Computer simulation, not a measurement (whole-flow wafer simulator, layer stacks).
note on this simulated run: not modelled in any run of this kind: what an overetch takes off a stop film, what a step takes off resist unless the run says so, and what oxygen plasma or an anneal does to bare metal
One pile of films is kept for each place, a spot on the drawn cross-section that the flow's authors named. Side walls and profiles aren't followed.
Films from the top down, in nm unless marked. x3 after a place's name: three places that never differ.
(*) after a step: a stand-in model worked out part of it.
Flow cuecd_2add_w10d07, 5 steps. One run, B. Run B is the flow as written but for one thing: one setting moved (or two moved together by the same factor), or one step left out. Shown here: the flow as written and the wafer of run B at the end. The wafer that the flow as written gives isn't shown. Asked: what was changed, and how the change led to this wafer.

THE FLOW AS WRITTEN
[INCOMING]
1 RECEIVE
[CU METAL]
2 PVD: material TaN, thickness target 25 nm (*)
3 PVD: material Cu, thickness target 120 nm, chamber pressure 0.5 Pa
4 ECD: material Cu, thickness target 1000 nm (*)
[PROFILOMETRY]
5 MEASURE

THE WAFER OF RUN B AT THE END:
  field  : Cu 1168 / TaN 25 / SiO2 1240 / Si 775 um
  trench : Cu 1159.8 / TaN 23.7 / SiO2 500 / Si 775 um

The cause: step 3, PVD: thickness target 168 nm was run, where the flow has thickness target 120 nm.

How the change led to this, step by step:
  3 PVD: material Cu, thickness target 120 nm, chamber pressure 0.5 Pa
      field: Cu +168 (new film) (as written it would be: Cu +120 (new film))
      trench: Cu +159.8 (new film) (as written it would be: Cu +114 (new film))
